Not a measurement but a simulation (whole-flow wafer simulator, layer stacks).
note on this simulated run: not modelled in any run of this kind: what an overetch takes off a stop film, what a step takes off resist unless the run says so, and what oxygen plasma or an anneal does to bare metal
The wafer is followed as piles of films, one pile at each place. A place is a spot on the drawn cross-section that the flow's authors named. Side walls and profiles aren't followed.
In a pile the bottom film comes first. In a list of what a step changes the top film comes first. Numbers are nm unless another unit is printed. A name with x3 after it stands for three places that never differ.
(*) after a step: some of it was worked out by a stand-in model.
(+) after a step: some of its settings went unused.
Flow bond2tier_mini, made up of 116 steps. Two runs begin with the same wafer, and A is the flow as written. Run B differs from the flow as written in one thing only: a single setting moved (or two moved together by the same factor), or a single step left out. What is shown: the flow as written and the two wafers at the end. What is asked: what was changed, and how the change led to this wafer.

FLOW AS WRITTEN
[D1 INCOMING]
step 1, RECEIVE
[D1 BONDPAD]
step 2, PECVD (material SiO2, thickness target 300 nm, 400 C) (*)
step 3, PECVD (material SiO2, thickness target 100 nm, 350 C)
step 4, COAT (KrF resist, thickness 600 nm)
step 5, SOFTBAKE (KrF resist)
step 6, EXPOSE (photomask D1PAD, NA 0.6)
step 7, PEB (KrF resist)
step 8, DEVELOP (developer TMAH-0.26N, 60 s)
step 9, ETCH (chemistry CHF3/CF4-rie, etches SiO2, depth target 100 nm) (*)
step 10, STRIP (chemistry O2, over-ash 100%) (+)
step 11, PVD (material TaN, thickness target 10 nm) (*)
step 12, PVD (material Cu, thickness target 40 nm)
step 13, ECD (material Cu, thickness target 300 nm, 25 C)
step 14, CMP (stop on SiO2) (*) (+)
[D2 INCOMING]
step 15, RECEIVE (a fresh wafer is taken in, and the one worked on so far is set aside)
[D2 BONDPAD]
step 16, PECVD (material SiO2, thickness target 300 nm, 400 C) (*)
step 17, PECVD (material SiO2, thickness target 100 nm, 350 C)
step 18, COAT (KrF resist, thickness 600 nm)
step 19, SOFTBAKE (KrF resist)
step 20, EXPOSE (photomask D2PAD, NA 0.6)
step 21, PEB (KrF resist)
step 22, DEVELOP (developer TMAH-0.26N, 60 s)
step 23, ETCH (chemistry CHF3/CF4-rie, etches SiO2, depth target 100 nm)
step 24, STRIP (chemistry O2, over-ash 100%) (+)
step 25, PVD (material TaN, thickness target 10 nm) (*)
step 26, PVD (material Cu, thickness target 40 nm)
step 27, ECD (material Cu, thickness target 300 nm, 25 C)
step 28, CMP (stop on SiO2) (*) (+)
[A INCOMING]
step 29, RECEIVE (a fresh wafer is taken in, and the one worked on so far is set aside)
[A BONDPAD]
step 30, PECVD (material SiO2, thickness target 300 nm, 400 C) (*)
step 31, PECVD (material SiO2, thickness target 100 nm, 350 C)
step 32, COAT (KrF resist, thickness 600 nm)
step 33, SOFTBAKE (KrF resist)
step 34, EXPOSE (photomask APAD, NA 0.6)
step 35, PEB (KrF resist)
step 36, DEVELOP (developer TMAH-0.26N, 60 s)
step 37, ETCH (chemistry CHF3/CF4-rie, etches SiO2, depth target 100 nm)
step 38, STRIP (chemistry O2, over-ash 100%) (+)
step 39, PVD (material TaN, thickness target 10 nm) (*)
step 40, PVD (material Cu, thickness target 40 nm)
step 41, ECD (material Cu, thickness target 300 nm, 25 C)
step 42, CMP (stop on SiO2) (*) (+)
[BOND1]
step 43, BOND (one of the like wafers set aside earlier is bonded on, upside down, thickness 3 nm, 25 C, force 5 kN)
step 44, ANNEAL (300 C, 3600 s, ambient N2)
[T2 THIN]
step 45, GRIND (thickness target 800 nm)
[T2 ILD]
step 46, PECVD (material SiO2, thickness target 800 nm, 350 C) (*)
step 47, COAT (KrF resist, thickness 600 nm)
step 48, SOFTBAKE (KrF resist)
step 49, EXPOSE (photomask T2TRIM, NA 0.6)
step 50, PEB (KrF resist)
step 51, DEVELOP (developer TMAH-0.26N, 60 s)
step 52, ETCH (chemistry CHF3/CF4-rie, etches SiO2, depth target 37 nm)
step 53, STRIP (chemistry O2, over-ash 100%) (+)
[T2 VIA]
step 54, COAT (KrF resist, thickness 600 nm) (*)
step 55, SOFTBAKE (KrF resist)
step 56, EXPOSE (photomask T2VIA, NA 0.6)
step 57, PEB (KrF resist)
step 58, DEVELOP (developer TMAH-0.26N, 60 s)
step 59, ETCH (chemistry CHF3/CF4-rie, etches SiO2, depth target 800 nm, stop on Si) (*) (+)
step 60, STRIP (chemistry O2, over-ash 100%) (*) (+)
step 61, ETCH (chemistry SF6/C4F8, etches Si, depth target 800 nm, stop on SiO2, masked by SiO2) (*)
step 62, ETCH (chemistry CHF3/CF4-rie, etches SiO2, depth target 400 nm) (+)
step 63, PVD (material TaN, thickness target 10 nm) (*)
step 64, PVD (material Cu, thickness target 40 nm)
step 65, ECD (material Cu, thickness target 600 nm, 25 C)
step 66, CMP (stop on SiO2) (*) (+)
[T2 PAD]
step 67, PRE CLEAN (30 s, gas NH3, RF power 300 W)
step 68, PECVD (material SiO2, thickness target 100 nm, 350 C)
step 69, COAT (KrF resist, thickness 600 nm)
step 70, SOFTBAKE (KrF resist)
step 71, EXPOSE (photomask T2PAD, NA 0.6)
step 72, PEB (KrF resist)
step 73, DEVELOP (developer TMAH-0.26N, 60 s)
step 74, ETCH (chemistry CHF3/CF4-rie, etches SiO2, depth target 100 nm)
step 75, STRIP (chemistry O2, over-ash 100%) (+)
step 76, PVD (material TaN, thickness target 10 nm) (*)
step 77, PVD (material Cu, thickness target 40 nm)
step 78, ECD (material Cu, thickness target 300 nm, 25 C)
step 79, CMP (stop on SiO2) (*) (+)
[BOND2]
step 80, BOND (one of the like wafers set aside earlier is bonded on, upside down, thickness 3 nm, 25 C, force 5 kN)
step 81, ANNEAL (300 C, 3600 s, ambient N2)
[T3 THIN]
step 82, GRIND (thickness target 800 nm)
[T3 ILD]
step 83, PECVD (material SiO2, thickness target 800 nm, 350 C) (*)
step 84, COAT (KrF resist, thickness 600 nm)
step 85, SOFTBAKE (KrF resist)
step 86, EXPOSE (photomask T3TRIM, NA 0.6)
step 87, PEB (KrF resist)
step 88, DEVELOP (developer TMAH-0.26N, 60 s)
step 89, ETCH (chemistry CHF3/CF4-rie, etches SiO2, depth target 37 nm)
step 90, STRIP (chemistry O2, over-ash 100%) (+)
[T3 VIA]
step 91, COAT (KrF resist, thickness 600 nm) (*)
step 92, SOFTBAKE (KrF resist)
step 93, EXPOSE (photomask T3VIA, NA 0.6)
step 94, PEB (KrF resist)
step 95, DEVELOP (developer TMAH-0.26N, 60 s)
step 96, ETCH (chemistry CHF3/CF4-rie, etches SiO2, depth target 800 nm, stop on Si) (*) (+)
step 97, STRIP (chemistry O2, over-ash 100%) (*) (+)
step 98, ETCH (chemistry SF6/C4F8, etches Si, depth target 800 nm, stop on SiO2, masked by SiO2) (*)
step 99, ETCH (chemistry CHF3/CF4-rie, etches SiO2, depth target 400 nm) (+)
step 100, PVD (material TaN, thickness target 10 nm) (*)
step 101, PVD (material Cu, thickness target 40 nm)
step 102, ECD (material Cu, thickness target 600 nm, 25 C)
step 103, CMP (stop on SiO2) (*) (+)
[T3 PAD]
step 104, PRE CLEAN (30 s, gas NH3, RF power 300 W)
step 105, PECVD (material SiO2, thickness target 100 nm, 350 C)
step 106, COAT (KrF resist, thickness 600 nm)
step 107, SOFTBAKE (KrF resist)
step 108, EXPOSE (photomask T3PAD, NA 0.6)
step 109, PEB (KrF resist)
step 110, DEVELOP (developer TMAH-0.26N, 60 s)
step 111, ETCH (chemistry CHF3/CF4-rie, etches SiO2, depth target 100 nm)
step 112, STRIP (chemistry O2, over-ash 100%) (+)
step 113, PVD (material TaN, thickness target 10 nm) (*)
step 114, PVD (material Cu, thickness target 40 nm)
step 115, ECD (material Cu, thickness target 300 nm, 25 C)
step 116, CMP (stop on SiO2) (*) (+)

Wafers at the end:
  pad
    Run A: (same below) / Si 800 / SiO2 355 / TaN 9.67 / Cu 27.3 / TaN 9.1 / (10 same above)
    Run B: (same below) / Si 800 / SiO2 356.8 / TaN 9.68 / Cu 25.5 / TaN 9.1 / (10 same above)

What caused this: step 52, ETCH: depth target 35.2 nm was run, though the flow has depth target 37 nm.

Step by step, how the change led to this:
  step 52, ETCH (chemistry CHF3/CF4-rie, etches SiO2, depth target 37 nm)
      pad, via: A SiO2 loses 37 | B SiO2 loses 35.2
      field: A KrF resist loses 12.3 | B KrF resist loses 11.7
